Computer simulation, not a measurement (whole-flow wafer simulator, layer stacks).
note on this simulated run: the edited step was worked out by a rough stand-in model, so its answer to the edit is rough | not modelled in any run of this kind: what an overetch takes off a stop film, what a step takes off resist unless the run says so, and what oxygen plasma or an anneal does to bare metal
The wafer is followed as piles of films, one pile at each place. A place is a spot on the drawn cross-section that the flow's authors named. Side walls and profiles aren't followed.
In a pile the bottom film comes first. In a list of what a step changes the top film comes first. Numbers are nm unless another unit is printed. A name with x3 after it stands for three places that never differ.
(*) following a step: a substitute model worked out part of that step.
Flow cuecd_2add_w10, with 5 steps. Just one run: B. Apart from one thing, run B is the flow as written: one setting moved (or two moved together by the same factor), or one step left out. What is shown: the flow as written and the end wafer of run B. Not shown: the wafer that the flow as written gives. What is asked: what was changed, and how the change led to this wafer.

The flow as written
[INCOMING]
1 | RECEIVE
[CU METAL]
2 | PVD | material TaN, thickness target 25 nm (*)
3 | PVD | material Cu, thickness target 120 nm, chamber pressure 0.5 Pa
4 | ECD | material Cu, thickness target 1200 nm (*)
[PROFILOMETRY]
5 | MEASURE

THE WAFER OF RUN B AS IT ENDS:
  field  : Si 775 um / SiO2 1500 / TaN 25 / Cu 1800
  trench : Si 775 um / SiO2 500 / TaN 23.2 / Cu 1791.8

The reason: step 4, ECD: thickness target 1680 nm was run, while the flow as written has thickness target 1200 nm.

Step by step, how the change led to this:
  4 | ECD | material Cu, thickness target 1200 nm (*)
      field, trench: Cu gains 1680 (it would be, as written: Cu gains 1200)
